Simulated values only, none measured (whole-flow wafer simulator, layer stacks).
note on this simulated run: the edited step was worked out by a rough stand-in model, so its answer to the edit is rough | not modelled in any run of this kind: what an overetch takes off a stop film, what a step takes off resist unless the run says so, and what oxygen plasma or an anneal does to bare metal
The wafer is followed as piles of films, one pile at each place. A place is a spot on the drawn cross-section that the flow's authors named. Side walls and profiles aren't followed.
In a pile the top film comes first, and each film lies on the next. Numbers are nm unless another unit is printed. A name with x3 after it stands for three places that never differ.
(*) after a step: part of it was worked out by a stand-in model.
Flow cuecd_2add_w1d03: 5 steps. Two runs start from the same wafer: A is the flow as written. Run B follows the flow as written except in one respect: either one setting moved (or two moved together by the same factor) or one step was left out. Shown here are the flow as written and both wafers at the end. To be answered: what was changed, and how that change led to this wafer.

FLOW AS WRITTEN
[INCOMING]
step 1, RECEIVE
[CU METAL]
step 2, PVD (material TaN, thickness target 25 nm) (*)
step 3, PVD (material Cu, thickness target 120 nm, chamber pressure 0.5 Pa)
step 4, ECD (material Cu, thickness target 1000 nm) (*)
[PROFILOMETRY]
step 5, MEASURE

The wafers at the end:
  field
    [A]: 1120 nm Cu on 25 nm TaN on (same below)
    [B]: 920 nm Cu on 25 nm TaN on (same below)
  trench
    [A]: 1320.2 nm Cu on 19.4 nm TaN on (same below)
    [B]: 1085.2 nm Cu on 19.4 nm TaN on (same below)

The reason: step 4, ECD: thickness target 800 nm was run, though the flow has thickness target 1000 nm.

The path from the change to this, step by step:
  step 4, ECD (material Cu, thickness target 1000 nm) (*)
      field: A Cu gains 1000 | B Cu gains 800
      trench: A Cu gains 1226.8 | B Cu gains 991.8
